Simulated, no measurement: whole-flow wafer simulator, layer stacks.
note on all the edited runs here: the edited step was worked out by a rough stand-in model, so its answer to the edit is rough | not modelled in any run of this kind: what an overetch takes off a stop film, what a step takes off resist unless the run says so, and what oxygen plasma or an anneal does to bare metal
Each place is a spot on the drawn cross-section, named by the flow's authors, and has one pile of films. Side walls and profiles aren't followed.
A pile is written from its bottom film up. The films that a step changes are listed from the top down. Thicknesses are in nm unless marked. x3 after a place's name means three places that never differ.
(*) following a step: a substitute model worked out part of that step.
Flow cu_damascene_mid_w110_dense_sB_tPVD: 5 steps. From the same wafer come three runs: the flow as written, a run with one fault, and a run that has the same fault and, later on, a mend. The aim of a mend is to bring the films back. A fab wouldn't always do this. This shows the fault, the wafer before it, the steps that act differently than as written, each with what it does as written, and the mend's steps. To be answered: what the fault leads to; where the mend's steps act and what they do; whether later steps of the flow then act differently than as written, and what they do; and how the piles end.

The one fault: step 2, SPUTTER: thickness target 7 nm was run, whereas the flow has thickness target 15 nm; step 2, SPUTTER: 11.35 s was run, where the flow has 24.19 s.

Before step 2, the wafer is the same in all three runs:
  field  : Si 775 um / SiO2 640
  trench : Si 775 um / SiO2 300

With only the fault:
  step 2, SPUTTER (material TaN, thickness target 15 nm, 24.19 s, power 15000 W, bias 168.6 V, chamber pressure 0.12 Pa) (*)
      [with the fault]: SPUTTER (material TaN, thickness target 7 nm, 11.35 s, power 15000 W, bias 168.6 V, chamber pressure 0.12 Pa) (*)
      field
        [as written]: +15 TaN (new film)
        [with the fault]: +7 TaN (new film)
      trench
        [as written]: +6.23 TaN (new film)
        [with the fault]: +2.91 TaN (new film)
  Every later step of the flow that is run acts as written, at every place that is followed, to within 2% or 0.5 nm, whichever is larger.
  By the end, the piles at field, trench depart from the flow's by more than 2% or 0.5 nm, whichever is larger.
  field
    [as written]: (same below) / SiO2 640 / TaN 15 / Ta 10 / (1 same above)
    [with the fault]: (same below) / SiO2 640 / TaN 7 / Ta 10 / (1 same above)
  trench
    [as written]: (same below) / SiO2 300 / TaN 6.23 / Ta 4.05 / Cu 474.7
    [with the fault]: (same below) / SiO2 300 / TaN 2.91 / Ta 4.15 / Cu 469.9

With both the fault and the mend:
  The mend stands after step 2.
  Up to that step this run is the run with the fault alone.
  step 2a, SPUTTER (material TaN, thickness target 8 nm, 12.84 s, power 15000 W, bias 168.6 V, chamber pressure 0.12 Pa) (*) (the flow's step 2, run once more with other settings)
      field
        +8 TaN
      trench
        +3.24 TaN
  Every later step of the flow that is run acts as written, at every place that is followed, to within 2% or 0.5 nm, whichever is larger.
  At the end the piles are close to the flow's at the places that both follow, differing by at most 2% or 0.5 nm, whichever is larger.
